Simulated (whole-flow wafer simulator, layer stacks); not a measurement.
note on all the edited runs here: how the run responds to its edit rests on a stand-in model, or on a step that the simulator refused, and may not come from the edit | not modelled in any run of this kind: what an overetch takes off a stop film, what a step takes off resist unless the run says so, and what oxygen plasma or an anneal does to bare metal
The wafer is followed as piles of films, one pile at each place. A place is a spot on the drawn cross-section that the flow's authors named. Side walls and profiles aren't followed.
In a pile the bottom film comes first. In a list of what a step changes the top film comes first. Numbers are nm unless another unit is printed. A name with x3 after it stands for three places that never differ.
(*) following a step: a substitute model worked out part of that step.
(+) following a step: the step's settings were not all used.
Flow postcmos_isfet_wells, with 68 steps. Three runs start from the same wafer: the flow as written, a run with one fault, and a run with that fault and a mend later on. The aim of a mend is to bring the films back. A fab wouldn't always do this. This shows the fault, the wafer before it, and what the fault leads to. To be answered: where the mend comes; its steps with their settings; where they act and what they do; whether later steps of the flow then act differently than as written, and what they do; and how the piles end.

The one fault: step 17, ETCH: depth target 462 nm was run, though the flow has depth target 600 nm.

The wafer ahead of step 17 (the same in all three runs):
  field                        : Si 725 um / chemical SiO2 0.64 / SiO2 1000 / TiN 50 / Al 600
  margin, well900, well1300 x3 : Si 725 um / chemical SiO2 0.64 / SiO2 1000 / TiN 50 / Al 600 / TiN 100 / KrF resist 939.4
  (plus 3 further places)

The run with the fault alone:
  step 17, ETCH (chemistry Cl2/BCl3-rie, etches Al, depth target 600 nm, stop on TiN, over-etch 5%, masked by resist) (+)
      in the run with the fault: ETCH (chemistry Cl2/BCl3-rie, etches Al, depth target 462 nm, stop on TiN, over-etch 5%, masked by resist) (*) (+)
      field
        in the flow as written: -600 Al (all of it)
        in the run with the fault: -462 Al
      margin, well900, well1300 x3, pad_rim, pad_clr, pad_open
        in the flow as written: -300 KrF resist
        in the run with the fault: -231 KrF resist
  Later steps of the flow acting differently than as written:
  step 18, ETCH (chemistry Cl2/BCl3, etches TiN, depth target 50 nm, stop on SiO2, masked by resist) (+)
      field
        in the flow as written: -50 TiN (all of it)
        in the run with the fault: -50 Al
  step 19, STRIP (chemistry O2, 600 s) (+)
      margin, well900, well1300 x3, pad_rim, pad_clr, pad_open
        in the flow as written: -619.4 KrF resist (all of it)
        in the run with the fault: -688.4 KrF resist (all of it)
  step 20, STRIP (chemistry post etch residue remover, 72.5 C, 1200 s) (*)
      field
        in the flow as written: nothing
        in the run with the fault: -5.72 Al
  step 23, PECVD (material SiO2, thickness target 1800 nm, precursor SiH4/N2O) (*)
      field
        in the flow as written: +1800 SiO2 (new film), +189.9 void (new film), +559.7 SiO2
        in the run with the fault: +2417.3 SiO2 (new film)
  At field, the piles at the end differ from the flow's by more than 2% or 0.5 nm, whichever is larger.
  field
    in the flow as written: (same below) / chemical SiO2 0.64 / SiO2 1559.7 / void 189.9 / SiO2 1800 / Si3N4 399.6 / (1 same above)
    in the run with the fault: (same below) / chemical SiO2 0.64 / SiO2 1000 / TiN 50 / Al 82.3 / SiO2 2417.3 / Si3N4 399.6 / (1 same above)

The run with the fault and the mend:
  The mend follows step 17.
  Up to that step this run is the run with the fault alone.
  step 17a, ETCH (chemistry Cl2/BCl3-rie, etches Al, depth target 138 nm, stop on TiN, over-etch 5%, masked by resist) (the flow's step 17 again, with other settings)
      margin, well900, well1300 x3, pad_rim, pad_clr, pad_open
        -69 KrF resist
      field
        -138 Al (all of it)
  Later steps of the flow that are run all act as written at every place that is followed.
  By the end, the piles equal the flow's at every place that both follow.
